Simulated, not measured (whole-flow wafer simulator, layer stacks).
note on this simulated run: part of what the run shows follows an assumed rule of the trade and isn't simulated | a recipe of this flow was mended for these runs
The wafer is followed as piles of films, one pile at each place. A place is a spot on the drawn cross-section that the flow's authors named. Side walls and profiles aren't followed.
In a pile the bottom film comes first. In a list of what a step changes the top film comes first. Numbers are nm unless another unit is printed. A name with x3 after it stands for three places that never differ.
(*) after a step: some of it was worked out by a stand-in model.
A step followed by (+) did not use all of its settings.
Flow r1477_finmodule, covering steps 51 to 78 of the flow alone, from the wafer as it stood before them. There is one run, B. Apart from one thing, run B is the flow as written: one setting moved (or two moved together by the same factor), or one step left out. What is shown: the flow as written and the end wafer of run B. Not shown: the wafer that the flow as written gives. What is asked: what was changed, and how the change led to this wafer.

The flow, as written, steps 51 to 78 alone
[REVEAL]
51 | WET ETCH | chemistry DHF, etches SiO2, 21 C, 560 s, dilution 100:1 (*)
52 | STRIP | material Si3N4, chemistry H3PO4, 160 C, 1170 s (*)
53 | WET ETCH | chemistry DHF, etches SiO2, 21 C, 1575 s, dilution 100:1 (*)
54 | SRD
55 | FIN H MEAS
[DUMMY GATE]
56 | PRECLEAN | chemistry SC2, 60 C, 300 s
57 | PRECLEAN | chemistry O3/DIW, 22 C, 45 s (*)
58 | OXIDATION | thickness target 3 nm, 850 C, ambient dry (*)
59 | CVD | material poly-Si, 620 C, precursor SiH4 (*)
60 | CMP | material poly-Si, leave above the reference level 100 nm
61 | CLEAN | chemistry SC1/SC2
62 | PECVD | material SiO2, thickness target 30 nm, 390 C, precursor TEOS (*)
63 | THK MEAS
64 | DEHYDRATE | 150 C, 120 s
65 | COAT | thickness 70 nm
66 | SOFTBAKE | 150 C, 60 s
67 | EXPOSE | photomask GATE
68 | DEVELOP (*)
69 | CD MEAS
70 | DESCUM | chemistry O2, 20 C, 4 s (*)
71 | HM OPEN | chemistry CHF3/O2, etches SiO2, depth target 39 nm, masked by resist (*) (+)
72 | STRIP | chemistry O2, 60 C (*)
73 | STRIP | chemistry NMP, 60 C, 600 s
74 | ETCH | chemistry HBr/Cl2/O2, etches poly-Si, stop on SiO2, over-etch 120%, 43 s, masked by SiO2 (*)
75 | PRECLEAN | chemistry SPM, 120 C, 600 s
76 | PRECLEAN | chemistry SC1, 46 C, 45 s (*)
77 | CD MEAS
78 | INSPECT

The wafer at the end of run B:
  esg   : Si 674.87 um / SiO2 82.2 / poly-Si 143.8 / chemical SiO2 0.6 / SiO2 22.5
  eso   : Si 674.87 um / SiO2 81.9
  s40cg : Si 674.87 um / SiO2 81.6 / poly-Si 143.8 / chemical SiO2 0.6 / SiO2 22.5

What caused this: step 53, WET ETCH: 20.3 C was run, whereas the flow has 21 C.

The path from the change to this, step by step:
  53 | WET ETCH | chemistry DHF, etches SiO2, 21 C, 1575 s, dilution 100:1 (*)
      esg, e40sg, e100sg and 17 more: SiO2 loses 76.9 (it would be, as written: SiO2 loses 79.1)
      pad, padg: SiO2 loses 83.3 (it would be, as written: SiO2 loses 85.7)
  60 | CMP | material poly-Si, leave above the reference level 100 nm
      pad, padg: poly-Si loses 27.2 (it would be, as written: poly-Si loses 24.8)
